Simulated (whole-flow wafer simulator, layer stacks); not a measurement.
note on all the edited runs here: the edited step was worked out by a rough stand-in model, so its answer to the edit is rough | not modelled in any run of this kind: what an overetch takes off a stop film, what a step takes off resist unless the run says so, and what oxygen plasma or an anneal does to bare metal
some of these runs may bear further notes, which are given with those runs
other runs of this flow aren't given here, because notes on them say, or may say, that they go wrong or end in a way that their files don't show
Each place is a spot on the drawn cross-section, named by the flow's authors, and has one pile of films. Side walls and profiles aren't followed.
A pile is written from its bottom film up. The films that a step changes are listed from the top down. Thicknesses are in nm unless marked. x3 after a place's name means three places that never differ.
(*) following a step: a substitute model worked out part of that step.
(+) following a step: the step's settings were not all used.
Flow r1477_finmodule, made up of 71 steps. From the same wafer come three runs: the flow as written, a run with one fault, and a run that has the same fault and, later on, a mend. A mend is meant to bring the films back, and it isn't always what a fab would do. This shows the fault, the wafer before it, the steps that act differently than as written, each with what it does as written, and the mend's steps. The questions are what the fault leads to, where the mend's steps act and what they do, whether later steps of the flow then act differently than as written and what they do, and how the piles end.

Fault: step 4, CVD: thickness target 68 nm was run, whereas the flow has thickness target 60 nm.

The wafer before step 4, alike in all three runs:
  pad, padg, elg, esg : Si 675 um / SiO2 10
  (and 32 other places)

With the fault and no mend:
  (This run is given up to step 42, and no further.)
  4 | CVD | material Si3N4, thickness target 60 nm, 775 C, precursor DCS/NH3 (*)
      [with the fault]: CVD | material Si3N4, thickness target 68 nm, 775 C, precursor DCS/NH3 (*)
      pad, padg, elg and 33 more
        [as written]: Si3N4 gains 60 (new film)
        [with the fault]: Si3N4 gains 68 (new film)
  Later steps of the flow acting differently than as written:
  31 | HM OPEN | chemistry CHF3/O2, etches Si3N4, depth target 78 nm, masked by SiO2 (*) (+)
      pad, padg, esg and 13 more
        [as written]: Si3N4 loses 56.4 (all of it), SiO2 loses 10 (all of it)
        [with the fault]: Si3N4 loses 64.4 (all of it), SiO2 loses 6.81
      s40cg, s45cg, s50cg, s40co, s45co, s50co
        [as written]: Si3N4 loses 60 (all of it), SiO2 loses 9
        [with the fault]: Si3N4 loses 68 (all of it), SiO2 loses 5
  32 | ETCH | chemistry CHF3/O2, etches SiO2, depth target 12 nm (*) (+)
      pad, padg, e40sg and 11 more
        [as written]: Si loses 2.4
        [with the fault]: SiO2 loses 3.19 (all of it), Si loses 1.76
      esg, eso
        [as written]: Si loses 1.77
        [with the fault]: SiO2 loses 3.19 (all of it), Si loses 1.76
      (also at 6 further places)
  After step 42, at elg, e40lg, e100lg and 11 more, the piles differ from the flow's by more than 2% or 0.5 nm, whichever is larger.
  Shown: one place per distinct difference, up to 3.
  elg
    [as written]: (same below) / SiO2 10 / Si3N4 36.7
    [with the fault]: (same below) / SiO2 10 / Si3N4 44.7
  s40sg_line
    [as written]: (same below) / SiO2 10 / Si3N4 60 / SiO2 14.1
    [with the fault]: (same below) / SiO2 10 / Si3N4 68 / SiO2 14.1

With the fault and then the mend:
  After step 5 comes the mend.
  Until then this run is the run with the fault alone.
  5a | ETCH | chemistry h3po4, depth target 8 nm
      pad, padg, elg and 33 more
        Si3N4 loses 8
  Every later step of the flow that is run acts as written at every place that is followed.
  By the end, the piles equal the flow's at every place that both follow.
